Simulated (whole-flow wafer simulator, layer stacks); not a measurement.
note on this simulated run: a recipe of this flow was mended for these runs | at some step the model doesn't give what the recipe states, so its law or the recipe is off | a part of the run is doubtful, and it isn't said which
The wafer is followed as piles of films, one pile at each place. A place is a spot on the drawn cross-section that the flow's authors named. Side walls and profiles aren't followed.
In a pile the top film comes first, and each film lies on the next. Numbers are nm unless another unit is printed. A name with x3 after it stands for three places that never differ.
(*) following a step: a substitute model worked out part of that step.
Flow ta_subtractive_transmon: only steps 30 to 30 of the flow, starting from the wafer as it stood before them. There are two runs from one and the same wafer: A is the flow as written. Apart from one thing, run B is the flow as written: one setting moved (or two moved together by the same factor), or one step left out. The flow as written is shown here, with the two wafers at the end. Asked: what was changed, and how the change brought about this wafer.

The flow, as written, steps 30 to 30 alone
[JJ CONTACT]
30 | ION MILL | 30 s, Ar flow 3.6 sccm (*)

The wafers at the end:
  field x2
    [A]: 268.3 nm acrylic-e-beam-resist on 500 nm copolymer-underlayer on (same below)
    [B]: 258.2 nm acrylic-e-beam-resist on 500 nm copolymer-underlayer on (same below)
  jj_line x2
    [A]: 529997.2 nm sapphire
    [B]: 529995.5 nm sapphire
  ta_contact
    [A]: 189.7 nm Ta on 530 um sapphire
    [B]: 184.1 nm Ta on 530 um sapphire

What caused this: step 30, ION MILL: 48 s was run, while the flow as written has 30 s.

Step by step, how the change led to this:
  30 | ION MILL | 30 s, Ar flow 3.6 sccm (*)
      field x2, ta_pad: A -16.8 acrylic-e-beam-resist | B -26.9 acrylic-e-beam-resist
      jj_line x2: A -2.8 sapphire | B -4.48 sapphire
      (as well as at 1 more place)
